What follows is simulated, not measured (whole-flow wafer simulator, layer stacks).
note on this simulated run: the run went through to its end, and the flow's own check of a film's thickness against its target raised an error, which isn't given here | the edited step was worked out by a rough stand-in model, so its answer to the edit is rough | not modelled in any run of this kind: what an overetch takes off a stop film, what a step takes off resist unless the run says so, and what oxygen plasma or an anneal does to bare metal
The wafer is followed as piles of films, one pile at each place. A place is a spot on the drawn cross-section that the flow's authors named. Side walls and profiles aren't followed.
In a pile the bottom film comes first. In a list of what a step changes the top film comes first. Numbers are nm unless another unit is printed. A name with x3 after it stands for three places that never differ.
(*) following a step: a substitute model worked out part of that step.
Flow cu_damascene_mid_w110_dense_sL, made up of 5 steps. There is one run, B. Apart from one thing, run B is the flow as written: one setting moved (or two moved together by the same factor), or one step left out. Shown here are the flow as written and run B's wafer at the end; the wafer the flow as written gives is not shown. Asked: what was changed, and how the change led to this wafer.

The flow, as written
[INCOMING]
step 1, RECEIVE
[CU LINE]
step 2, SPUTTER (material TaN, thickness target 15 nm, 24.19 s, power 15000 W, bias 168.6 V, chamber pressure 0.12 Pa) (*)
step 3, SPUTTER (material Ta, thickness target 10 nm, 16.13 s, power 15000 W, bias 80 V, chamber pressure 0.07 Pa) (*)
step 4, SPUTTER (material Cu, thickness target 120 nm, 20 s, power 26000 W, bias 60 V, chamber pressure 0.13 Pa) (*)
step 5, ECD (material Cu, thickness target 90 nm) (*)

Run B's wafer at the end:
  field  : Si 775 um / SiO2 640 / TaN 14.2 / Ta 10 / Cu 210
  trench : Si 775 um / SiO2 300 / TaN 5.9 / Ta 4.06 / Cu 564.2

Cause: step 2, SPUTTER: thickness target 14.2 nm was run, whereas the flow has thickness target 15 nm; step 2, SPUTTER: 22.98 s was run, where the flow has 24.19 s.
The wafer itself shows it: field has TaN 14.2, and step 2 as written asks for 15 nm.

How this came from the change, step by step:
  step 2, SPUTTER (material TaN, thickness target 15 nm, 24.19 s, power 15000 W, bias 168.6 V, chamber pressure 0.12 Pa) (*)
      field: +14.2 TaN (new film) (as written it would have been: +15 TaN (new film))
